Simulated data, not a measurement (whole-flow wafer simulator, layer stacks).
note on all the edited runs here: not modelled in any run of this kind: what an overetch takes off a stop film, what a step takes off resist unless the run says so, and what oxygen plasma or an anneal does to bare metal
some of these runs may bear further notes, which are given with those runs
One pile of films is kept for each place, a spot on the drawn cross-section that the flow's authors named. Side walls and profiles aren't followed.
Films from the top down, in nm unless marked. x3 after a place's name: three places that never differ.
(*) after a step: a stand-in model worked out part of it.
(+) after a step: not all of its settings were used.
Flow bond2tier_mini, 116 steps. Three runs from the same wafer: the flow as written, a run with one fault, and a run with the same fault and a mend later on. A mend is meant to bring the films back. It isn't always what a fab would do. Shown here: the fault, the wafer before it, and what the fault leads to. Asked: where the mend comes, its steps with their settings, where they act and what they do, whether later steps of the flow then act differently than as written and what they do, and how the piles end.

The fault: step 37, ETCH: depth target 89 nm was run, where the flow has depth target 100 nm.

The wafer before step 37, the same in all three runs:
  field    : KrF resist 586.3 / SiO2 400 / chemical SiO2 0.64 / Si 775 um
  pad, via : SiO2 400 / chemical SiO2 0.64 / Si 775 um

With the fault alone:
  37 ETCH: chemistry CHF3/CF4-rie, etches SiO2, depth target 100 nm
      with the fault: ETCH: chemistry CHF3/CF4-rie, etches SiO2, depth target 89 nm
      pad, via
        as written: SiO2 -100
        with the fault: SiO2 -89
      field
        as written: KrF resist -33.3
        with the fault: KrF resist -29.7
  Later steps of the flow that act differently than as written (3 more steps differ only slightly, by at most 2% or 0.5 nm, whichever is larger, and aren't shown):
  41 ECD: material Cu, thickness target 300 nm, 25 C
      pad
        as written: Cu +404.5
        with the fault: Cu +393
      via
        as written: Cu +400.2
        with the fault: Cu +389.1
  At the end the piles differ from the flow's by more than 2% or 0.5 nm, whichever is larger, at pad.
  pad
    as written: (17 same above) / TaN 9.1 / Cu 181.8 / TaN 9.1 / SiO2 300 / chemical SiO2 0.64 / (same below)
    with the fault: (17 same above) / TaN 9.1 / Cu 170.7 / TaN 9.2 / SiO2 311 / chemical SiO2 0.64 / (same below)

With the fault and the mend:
  The mend comes after step 38.
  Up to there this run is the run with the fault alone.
  38a COAT: KrF resist, thickness 600 nm (*) (the flow's step 32 once more)
      field
        KrF resist +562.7 (new film)
      pad
        KrF resist +639.1 (new film)
      via
        KrF resist +633.9 (new film)
  38b SOFTBAKE: KrF resist (the flow's step 33 once more)
      changes no film at any place that is followed
  38c EXPOSE: photomask APAD, NA 0.6 (the flow's step 34 once more)
      changes no film at any place that is followed
  38d PEB: KrF resist (the flow's step 35 once more)
      changes no film at any place that is followed
  38e DEVELOP: developer TMAH-0.26N, 60 s (the flow's step 36 once more)
      field
        KrF resist -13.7
      pad
        KrF resist -639.1 (all of it)
      via
        KrF resist -633.9 (all of it)
  38f ETCH: chemistry CHF3/CF4-rie, etches SiO2, depth target 11 nm (the flow's step 37 once more, with other settings)
      pad, via
        SiO2 -11
      field
        KrF resist -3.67
  38g STRIP: chemistry O2, over-ash 100% (+) (the flow's step 38 once more)
      field
        KrF resist -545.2 (all of it)
  No later step of the flow acts differently than as written at any place that is followed.
  At the end the piles are the same as the flow's at every place that both follow.
